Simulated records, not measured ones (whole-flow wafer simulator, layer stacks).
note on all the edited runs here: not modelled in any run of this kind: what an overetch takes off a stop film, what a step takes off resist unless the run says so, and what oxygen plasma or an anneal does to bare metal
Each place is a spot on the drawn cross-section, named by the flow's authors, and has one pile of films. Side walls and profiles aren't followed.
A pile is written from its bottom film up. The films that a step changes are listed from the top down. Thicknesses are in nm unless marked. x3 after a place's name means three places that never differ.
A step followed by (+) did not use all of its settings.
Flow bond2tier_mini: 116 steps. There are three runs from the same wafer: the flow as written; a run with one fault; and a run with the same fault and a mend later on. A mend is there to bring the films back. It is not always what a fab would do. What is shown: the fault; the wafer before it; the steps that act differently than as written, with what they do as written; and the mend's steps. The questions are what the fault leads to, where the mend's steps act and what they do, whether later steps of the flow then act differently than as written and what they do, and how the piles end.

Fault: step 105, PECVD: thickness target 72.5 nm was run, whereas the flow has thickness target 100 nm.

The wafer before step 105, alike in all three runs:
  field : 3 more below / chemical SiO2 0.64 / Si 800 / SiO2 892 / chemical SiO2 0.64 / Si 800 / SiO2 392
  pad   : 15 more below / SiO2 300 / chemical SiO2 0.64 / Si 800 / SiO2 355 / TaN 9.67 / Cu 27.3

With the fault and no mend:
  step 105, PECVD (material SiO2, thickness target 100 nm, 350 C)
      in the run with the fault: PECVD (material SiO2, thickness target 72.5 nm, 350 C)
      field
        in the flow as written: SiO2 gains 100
        in the run with the fault: SiO2 gains 72.5
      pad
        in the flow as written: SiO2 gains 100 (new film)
        in the run with the fault: SiO2 gains 72.5 (new film)
  Later steps of the flow acting differently than as written (not shown: 1 more step that differs only slightly, by at most 2% or 0.5 nm, whichever is larger):
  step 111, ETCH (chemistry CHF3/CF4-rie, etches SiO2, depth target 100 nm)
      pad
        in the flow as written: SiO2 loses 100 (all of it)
        in the run with the fault: SiO2 loses 72.5 (all of it), Cu loses 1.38
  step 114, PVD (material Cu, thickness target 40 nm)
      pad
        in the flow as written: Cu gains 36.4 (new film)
        in the run with the fault: Cu gains 37.3 (new film)
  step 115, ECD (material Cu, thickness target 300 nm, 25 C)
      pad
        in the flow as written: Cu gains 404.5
        in the run with the fault: Cu gains 377.2
  The piles end different from the flow's at field, pad by more than 2% or 0.5 nm, whichever is larger.
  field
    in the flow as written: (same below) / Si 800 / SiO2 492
    in the run with the fault: (same below) / Si 800 / SiO2 464.5
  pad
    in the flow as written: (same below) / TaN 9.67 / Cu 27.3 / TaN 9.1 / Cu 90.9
    in the run with the fault: (same below) / TaN 9.67 / Cu 26 / TaN 9.38 / Cu 64.5

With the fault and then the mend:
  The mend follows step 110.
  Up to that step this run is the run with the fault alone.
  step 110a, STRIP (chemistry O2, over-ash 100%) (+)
      field
        KrF resist loses 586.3 (all of it)
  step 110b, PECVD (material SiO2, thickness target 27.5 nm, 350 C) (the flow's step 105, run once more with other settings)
      field, pad
        SiO2 gains 27.5
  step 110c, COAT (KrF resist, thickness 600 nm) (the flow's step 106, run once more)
      field, pad
        KrF resist gains 600 (new film)
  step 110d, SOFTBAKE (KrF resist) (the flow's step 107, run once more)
      does not change any film at any place that is followed
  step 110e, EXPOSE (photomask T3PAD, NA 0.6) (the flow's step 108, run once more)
      does not change any film at any place that is followed
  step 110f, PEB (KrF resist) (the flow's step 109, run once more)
      does not change any film at any place that is followed
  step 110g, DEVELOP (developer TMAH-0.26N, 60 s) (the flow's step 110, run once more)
      field
        KrF resist loses 13.7
      pad
        KrF resist loses 600 (all of it)
  None of the later steps of the flow acts differently than as written at any place that is followed.
  By the end, the piles equal the flow's at every place that both follow.
